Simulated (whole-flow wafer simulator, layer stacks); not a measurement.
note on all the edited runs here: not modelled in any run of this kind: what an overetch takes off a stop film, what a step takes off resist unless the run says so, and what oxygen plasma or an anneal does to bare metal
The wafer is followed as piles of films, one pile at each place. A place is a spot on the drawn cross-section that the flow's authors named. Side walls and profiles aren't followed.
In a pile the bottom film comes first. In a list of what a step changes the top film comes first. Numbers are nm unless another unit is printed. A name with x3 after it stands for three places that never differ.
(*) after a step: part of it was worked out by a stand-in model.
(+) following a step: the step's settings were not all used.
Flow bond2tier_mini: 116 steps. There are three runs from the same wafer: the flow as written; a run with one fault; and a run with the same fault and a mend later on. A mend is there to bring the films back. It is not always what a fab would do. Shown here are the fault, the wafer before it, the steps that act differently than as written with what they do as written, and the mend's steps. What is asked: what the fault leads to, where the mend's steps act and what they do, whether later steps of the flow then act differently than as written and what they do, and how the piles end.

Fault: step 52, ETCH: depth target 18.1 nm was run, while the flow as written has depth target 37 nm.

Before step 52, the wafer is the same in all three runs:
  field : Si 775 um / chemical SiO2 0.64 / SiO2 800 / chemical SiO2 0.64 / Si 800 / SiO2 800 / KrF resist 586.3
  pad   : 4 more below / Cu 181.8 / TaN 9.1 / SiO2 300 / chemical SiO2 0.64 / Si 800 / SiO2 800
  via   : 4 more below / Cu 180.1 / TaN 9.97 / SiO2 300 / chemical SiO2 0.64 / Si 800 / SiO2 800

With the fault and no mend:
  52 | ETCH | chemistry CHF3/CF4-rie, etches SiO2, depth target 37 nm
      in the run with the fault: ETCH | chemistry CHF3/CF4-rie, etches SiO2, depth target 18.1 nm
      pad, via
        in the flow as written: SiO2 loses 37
        in the run with the fault: SiO2 loses 18.1
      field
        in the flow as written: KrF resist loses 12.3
        in the run with the fault: KrF resist loses 6.03
  Steps later in the flow that act otherwise than as written (not shown: 5 more steps that differ only slightly, by at most 2% or 0.5 nm, whichever is larger):
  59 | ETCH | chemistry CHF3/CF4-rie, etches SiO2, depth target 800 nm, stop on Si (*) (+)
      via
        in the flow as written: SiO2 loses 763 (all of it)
        in the run with the fault: SiO2 loses 781.9 (all of it)
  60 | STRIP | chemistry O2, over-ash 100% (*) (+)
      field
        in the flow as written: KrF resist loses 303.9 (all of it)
        in the run with the fault: KrF resist loses 311.9 (all of it)
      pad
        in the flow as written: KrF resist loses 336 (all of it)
        in the run with the fault: KrF resist loses 327.6 (all of it)
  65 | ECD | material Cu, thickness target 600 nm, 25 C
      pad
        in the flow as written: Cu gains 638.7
        in the run with the fault: Cu gains 618.9
  The piles end different from the flow's at pad by more than 2% or 0.5 nm, whichever is larger.
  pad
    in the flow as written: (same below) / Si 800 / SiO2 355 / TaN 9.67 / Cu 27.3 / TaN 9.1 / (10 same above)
    in the run with the fault: (same below) / Si 800 / SiO2 373.9 / TaN 9.84 / Cu 8.26 / TaN 9.1 / (10 same above)

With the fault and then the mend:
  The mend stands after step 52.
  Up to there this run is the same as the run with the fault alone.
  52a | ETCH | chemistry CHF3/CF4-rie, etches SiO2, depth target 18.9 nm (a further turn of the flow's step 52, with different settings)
      pad, via
        SiO2 loses 18.9
      field
        KrF resist loses 6.3
  Later steps of the flow that are run all act as written at every place that is followed.
  At every place that both follow, the piles at the end match the flow's.
